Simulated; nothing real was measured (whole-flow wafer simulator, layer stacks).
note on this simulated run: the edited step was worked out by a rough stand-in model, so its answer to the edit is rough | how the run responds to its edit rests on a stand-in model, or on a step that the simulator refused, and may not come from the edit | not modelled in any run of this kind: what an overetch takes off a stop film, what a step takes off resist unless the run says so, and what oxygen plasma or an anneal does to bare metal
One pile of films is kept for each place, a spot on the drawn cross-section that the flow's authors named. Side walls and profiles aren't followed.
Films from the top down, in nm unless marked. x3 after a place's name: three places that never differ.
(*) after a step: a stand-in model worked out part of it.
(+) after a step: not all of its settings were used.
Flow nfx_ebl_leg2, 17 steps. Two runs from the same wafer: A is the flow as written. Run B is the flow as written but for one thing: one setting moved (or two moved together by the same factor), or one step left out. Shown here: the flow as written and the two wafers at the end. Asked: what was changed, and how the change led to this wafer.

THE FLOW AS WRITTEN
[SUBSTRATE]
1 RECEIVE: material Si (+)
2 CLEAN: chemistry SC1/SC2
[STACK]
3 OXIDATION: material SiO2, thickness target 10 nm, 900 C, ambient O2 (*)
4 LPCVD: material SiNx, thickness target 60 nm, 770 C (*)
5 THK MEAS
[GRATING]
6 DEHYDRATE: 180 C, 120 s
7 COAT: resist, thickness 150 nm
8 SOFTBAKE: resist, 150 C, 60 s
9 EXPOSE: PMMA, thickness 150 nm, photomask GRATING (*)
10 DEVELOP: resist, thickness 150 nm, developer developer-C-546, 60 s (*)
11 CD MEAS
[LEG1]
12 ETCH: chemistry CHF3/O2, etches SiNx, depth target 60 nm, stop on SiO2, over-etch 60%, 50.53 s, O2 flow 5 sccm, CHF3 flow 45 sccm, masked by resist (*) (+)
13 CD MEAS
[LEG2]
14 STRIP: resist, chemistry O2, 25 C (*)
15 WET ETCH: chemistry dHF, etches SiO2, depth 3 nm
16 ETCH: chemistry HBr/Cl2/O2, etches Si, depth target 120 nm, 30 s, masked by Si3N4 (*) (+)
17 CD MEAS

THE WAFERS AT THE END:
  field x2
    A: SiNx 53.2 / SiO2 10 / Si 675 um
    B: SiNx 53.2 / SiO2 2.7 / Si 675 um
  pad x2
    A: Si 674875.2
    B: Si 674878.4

The cause: step 3, OXIDATION: 720 C was run, where the flow has 900 C.

How the change led to this, step by step:
  3 OXIDATION: material SiO2, thickness target 10 nm, 900 C, ambient O2 (*)
      field x2, pad x2: A SiO2 +10 (new film), chemical SiO2 -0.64 (all of it), Si -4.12 | B SiO2 +2.7 (new film), chemical SiO2 -0.64 (all of it), Si -0.9
  12 ETCH: chemistry CHF3/O2, etches SiNx, depth target 60 nm, stop on SiO2, over-etch 60%, 50.53 s, O2 flow 5 sccm, CHF3 flow 45 sccm, masked by resist (*) (+)
      pad x2: A SiNx -60 (all of it), SiO2 -10 (all of it) | B SiNx -60 (all of it), SiO2 -2.7 (all of it)
